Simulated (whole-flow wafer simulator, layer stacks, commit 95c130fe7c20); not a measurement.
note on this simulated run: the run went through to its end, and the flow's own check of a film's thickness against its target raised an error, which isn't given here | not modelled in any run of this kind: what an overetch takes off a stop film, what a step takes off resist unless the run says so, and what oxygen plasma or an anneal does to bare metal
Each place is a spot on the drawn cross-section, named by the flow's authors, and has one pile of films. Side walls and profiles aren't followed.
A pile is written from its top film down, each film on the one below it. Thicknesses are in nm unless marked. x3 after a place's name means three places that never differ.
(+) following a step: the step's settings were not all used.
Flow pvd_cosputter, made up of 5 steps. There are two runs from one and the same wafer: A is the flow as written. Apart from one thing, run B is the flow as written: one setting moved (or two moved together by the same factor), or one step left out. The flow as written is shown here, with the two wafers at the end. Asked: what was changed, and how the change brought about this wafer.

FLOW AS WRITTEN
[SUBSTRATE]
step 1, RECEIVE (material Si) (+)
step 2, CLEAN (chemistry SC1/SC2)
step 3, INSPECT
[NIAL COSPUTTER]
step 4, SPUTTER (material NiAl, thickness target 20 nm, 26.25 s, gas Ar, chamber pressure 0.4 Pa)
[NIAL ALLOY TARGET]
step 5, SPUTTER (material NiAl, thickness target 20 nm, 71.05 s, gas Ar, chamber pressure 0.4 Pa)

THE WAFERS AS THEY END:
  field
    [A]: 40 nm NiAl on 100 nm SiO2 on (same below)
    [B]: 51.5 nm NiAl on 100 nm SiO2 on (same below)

Cause: step 4, SPUTTER: thickness target 31.5 nm was run, whereas the flow has thickness target 20 nm.

The path from the change to this, step by step:
  step 4, SPUTTER (material NiAl, thickness target 20 nm, 26.25 s, gas Ar, chamber pressure 0.4 Pa)
      field: A +20 NiAl (new film) | B +31.5 NiAl (new film)
